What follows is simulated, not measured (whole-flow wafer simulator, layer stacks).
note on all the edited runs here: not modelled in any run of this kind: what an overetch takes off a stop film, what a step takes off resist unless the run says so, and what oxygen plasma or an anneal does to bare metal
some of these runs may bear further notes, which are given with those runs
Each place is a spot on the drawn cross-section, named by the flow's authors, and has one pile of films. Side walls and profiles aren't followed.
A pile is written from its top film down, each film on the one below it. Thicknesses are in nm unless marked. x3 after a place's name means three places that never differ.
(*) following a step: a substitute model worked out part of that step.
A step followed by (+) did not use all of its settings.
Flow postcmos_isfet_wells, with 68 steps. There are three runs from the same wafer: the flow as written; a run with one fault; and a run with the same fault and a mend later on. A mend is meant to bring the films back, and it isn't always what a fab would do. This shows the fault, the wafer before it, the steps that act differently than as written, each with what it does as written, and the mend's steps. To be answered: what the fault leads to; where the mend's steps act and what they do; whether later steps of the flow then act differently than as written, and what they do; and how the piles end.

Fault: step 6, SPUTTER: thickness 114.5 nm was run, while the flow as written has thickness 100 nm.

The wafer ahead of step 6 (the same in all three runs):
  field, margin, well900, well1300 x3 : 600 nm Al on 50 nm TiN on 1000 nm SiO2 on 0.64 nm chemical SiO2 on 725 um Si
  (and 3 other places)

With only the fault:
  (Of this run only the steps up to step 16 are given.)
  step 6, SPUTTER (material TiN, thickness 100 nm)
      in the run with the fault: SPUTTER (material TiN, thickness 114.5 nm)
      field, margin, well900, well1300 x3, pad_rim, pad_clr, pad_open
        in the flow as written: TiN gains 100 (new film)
        in the run with the fault: TiN gains 114.5 (new film)
  Later steps of the flow acting differently than as written:
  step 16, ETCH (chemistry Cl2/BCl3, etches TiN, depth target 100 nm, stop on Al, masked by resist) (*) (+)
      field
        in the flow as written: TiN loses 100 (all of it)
        in the run with the fault: TiN loses 100
  After step 16, at field, margin, well900, well1300 x3, pad_rim, pad_clr, pad_open, the piles differ from the flow's by more than 2% or 0.5 nm, whichever is larger.
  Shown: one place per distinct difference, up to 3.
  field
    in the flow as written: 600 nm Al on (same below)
    in the run with the fault: 14.5 nm TiN on 600 nm Al on (same below)
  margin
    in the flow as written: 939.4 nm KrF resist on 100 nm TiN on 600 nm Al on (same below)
    in the run with the fault: 939.4 nm KrF resist on 114.5 nm TiN on 600 nm Al on (same below)

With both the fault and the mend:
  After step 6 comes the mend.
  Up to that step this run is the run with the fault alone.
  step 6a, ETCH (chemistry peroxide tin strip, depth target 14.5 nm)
      field, margin, well900, well1300 x3, pad_rim, pad_clr, pad_open
        TiN loses 14.5
  Later steps of the flow that are run all act as written at every place that is followed.
  At every place that both follow, the piles at the end match the flow's.
